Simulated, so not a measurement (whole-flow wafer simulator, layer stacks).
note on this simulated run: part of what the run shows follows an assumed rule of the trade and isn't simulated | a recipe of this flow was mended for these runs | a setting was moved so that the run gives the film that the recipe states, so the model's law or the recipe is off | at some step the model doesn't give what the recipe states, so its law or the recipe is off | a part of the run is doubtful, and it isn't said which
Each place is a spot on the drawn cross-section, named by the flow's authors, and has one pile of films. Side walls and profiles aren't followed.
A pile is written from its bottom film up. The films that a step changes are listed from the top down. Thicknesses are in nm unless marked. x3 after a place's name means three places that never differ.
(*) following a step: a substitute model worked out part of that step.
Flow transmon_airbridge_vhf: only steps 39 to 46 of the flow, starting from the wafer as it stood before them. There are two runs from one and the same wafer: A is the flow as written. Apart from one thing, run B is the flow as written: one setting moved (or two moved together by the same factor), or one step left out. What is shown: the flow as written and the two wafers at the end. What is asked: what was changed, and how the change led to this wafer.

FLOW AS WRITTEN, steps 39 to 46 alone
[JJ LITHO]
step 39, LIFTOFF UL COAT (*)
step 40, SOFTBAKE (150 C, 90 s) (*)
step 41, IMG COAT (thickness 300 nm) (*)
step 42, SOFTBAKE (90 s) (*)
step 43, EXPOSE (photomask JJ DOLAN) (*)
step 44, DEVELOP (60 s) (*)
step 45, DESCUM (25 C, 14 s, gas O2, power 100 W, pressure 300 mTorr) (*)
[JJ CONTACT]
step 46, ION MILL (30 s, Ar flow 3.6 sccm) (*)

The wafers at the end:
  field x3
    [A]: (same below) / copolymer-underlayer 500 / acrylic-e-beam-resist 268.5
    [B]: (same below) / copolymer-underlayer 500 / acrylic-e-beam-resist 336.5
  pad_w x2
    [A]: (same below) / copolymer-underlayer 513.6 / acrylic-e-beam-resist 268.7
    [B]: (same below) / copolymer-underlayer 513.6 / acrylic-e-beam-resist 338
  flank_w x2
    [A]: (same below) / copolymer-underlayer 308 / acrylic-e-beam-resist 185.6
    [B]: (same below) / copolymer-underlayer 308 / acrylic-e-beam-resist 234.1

The reason: step 41, IMG COAT: thickness 372 nm was run, though the flow has thickness 300 nm; step 46, ION MILL: 37.2 s was run, where the flow has 30 s.

The path from the change to this, step by step:
  step 41, IMG COAT (thickness 300 nm) (*)
      field x3, jj_line, ground_far x3: A +300 acrylic-e-beam-resist (new film) | B +372 acrylic-e-beam-resist (new film)
      pad_w x2: A +300.2 acrylic-e-beam-resist (new film) | B +373.5 acrylic-e-beam-resist (new film)
      (also at 8 further places)
  step 44, DEVELOP (60 s) (*)
      jj_line: A -300 acrylic-e-beam-resist (all of it), -500 copolymer-underlayer (all of it) | B -372 acrylic-e-beam-resist (all of it), -500 copolymer-underlayer (all of it)
  step 46, ION MILL (30 s, Ar flow 3.6 sccm) (*)
      field x3, ground_far x3, pad_w x2, flank_w x2, gap_w x2, cpw_trace, margin_s x2, bridge_strip: A -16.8 acrylic-e-beam-resist | B -20.8 acrylic-e-beam-resist
      jj_line: A -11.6 Si | B -14.4 Si
